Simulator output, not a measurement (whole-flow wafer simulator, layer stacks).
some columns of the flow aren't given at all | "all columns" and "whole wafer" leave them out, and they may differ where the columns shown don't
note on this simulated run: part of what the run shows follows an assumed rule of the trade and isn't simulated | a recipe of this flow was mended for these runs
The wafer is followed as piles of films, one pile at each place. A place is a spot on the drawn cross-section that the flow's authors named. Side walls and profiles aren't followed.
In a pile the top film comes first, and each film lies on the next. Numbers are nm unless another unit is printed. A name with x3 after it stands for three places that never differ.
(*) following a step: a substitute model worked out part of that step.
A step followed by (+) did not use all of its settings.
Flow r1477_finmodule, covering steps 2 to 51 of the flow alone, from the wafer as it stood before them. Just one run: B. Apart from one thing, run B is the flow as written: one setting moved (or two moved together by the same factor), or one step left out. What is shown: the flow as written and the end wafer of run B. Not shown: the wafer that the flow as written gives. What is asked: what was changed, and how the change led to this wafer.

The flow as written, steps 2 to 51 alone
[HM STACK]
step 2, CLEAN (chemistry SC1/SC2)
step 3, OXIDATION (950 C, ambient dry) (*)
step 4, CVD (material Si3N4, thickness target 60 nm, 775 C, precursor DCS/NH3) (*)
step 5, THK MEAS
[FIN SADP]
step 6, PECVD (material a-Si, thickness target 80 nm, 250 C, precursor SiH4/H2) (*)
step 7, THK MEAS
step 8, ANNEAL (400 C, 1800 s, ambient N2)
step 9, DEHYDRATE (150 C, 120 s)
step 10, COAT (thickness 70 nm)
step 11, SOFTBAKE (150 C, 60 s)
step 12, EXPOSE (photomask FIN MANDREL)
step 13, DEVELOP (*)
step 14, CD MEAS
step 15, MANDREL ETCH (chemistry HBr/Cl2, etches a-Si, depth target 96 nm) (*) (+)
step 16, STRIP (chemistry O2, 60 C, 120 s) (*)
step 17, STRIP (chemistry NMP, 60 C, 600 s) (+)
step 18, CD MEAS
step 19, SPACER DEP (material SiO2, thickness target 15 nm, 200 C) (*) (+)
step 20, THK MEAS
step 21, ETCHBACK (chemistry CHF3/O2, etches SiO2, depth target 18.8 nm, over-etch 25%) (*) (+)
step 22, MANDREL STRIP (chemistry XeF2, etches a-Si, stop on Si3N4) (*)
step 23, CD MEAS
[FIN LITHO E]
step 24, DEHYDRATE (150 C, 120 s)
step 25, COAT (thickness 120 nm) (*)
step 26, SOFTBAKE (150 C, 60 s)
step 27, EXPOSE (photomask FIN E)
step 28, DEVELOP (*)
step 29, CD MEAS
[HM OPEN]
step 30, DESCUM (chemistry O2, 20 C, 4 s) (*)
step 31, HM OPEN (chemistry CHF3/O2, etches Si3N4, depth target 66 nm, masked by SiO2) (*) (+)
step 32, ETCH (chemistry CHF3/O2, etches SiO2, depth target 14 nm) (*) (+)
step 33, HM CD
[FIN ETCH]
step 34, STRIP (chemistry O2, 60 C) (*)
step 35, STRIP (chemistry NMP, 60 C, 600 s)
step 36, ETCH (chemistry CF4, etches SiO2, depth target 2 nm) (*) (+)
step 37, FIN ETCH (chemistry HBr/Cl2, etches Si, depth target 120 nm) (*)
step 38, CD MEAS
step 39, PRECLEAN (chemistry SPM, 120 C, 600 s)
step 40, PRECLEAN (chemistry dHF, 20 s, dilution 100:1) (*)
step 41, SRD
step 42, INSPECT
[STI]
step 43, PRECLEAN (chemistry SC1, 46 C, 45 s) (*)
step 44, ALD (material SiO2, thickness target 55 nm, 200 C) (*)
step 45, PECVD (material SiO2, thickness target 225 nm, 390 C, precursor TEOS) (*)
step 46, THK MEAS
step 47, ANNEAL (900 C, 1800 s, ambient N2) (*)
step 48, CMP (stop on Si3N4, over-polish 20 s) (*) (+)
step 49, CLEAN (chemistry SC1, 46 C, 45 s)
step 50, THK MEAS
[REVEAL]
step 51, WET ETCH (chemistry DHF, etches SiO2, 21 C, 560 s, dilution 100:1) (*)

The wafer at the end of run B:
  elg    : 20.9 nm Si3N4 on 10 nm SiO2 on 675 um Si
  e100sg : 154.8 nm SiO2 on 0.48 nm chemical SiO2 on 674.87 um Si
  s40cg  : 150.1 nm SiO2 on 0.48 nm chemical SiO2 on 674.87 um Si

What caused this: step 4, CVD: thickness target 47 nm was run, though the flow has thickness target 60 nm.

Step by step, how the change led to this:
  step 4, CVD (material Si3N4, thickness target 60 nm, 775 C, precursor DCS/NH3) (*)
      pad, padg, elg and 33 more: Si3N4 gains 47 (new film) (it would be, as written: Si3N4 gains 60 (new film))
  step 31, HM OPEN (chemistry CHF3/O2, etches Si3N4, depth target 66 nm, masked by SiO2) (*) (+)
      pad, padg, esg and 13 more: Si3N4 loses 41.1 (all of it), SiO2 loses 10 (all of it), Si loses 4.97 (it would be, as written: Si3N4 loses 54.1 (all of it), SiO2 loses 5.95)
      s40cg, s45cg, s50cg, s40co, s45co, s50co: Si3N4 loses 47 (all of it), SiO2 loses 9.5 (it would be, as written: Si3N4 loses 60 (all of it), SiO2 loses 3)
  step 32, ETCH (chemistry CHF3/O2, etches SiO2, depth target 14 nm) (*) (+)
      pad, padg: Si loses 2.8 (it would be, as written: SiO2 loses 4.05 (all of it), Si loses 1.99)
      esg, eso: Si loses 2.33 (it would be, as written: SiO2 loses 4.05 (all of it), Si loses 1.99)
      (and at 18 other places as well)
  step 44, ALD (material SiO2, thickness target 55 nm, 200 C) (*)
      s40cg, s45cg, s50cg, s40co, s45co, s50co: SiO2 gains 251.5 (new film) (it would be, as written: SiO2 gains 263.2 (new film))
      s45sg, s50sg, s45so, s50so: SiO2 gains 256.2 (new film) (it would be, as written: SiO2 gains 263.8 (new film))
      (and at 10 other places as well)
  step 48, CMP (stop on Si3N4, over-polish 20 s) (*) (+)
      pad, padg: SiO2 loses 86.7 (it would be, as written: SiO2 loses 79.4)
